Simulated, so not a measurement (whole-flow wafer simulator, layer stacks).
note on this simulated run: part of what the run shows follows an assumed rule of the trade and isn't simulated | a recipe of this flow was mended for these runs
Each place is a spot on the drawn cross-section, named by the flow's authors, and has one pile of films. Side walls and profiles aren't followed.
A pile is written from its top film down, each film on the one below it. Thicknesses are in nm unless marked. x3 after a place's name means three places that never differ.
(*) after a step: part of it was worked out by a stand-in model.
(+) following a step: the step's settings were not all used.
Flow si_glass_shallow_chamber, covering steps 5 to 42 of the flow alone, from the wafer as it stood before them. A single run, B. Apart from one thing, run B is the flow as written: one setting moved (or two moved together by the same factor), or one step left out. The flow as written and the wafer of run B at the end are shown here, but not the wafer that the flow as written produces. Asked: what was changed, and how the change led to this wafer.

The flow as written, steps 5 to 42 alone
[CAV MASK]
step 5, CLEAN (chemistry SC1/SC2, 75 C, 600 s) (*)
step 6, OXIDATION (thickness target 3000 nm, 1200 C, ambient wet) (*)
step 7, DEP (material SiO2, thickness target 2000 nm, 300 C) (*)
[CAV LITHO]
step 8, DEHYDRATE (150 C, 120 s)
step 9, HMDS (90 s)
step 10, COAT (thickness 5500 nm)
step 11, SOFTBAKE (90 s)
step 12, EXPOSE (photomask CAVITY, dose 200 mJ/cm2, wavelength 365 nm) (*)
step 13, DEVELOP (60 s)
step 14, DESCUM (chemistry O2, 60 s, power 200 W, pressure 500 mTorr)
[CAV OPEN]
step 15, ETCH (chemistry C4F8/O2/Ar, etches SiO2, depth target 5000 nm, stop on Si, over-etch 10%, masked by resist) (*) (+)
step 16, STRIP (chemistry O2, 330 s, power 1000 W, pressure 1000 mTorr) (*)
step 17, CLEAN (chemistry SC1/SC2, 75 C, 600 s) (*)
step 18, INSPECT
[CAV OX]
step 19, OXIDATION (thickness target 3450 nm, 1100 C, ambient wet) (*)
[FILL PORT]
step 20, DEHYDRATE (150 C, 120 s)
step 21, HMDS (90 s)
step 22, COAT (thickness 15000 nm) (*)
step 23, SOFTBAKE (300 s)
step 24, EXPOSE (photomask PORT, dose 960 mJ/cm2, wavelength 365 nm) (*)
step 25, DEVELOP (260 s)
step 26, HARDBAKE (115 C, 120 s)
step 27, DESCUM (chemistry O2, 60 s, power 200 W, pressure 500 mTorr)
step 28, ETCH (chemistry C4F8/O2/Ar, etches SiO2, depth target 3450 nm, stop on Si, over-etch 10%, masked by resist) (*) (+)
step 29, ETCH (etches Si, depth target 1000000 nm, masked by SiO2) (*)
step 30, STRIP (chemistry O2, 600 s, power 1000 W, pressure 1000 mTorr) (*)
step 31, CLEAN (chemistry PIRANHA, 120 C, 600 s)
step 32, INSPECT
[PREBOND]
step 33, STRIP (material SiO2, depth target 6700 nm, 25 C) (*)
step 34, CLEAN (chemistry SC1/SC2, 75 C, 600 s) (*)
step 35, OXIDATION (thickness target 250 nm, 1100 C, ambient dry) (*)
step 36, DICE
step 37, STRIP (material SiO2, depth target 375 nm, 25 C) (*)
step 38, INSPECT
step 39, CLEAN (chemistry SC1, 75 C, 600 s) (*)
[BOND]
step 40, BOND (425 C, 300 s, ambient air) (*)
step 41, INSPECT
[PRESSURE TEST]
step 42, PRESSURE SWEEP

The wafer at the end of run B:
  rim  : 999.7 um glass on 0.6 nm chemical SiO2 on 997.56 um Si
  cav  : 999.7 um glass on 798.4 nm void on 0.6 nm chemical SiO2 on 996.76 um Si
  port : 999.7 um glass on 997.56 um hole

What caused this: step 6, OXIDATION: thickness target 4350 nm was run, while the flow as written has thickness target 3000 nm.

Step by step, how the change led to this:
  step 6, OXIDATION (thickness target 3000 nm, 1200 C, ambient wet) (*)
      rim, ramp, cav, port, septum, ring: +4350 SiO2 (new film), -0.6 chemical SiO2 (all of it), -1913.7 Si (it would be, as written: +3000 SiO2 (new film), -0.6 chemical SiO2 (all of it), -1319.7 Si)
  step 15, ETCH (chemistry C4F8/O2/Ar, etches SiO2, depth target 5000 nm, stop on Si, over-etch 10%, masked by resist) (*) (+)
      cav, port: -5500 SiO2 (it would be, as written: -5000 SiO2 (all of it), -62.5 Si)
  step 16, STRIP (chemistry O2, 330 s, power 1000 W, pressure 1000 mTorr) (*)
      cav, port: nothing (it would be, as written: +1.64 chemical SiO2 (new film), -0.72 Si)
  step 17, CLEAN (chemistry SC1/SC2, 75 C, 600 s) (*)
      cav, port: -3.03 SiO2 (it would be, as written: -1.04 chemical SiO2, -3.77 Si)
  step 19, OXIDATION (thickness target 3450 nm, 1100 C, ambient wet) (*)
      cav, port: +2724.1 SiO2, -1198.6 Si (it would be, as written: +3450 SiO2 (new film), -0.6 chemical SiO2 (all of it), -1517.7 Si)
      rim, ramp, septum, ring: +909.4 SiO2, -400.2 Si (it would be, as written: +1110.9 SiO2, -488.8 Si)
  step 22, COAT (thickness 15000 nm) (*)
      rim: +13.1 um thick-i-line-resist (new film) (it would be, as written: +13.4 um thick-i-line-resist (new film))
      ramp: +12.5 um thick-i-line-resist (new film) (it would be, as written: +12.89 um thick-i-line-resist (new film))
      (and at 4 other places as well)
  step 23, SOFTBAKE (300 s)
      rim: -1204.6 thick-i-line-resist (it would be, as written: -997 thick-i-line-resist)
      ramp: -598.6 thick-i-line-resist (it would be, as written: -487.1 thick-i-line-resist)
      (and at 4 other places as well)
  step 25, DEVELOP (260 s)
      port: -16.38 um thick-i-line-resist (all of it) (it would be, as written: -16.16 um thick-i-line-resist (all of it))
  step 26, HARDBAKE (115 C, 120 s)
      rim, ramp: -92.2 thick-i-line-resist (it would be, as written: -98.2 thick-i-line-resist)
      cav: -150.2 thick-i-line-resist (it would be, as written: -147.1 thick-i-line-resist)
  step 28, ETCH (chemistry C4F8/O2/Ar, etches SiO2, depth target 3450 nm, stop on Si, over-etch 10%, masked by resist) (*) (+)
      port: -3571 SiO2 (all of it), -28 Si (it would be, as written: -3450 SiO2 (all of it), -43.1 Si)
  step 29, ETCH (etches Si, depth target 1000000 nm, masked by SiO2) (*)
      rim, ramp: -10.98 um thick-i-line-resist (all of it), -1883.4 SiO2 (it would be, as written: -11.47 um thick-i-line-resist (all of it), -1617.3 SiO2)
      port: +996.85 um hole (new film), -996.85 um Si (all of it) (it would be, as written: +997.05 um hole (new film), -997.05 um Si (all of it))
      (and at 2 other places as well)
  step 30, STRIP (chemistry O2, 600 s, power 1000 W, pressure 1000 mTorr) (*)
      cav: -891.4 thick-i-line-resist (all of it) (it would be, as written: -669.6 thick-i-line-resist (all of it))
  step 33, STRIP (material SiO2, depth target 6700 nm, 25 C) (*)
      rim, ramp: -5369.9 SiO2 (all of it) (it would be, as written: -4487.5 SiO2 (all of it))
      cav: -3571 SiO2 (all of it) (it would be, as written: -3450 SiO2 (all of it))
      (and at 2 other places as well)
  step 40, BOND (425 C, 300 s, ambient air) (*)
      cav: +999.7 um glass (new film), +798.4 void (new film) (it would be, as written: +999.7 um glass (new film), +1095.9 void (new film))
      port: +999.7 um glass (new film), +704.6 hole (it would be, as written: +999.7 um glass (new film), +1017.3 hole)
